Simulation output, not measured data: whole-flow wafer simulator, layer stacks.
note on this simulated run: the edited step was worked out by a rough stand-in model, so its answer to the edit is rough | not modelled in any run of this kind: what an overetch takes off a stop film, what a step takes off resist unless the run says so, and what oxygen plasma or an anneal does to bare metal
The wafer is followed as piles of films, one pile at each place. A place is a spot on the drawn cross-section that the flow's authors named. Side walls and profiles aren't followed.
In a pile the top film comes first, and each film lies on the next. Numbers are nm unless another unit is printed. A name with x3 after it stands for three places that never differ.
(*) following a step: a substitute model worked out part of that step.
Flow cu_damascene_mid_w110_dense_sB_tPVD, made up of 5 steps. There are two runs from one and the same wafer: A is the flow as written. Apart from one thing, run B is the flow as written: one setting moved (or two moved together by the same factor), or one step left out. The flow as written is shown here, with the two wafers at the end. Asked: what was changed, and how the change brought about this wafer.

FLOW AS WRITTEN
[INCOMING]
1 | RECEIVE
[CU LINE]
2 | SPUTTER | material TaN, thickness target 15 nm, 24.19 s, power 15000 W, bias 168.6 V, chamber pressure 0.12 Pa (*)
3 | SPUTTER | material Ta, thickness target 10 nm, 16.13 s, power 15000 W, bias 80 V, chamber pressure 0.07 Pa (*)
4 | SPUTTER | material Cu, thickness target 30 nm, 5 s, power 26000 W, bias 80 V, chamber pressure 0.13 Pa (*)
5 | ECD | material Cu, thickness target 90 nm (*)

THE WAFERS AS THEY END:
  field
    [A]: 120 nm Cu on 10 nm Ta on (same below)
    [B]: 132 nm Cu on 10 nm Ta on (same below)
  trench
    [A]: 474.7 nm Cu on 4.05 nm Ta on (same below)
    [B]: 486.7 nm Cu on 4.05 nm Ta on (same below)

The reason: step 4, SPUTTER: thickness target 42 nm was run, whereas the flow has thickness target 30 nm.

The path from the change to this, step by step:
  4 | SPUTTER | material Cu, thickness target 30 nm, 5 s, power 26000 W, bias 80 V, chamber pressure 0.13 Pa (*)
      field: A Cu gains 30 (new film) | B Cu gains 42 (new film)
      trench: A Cu gains 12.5 (new film) | B Cu gains 17.5 (new film)
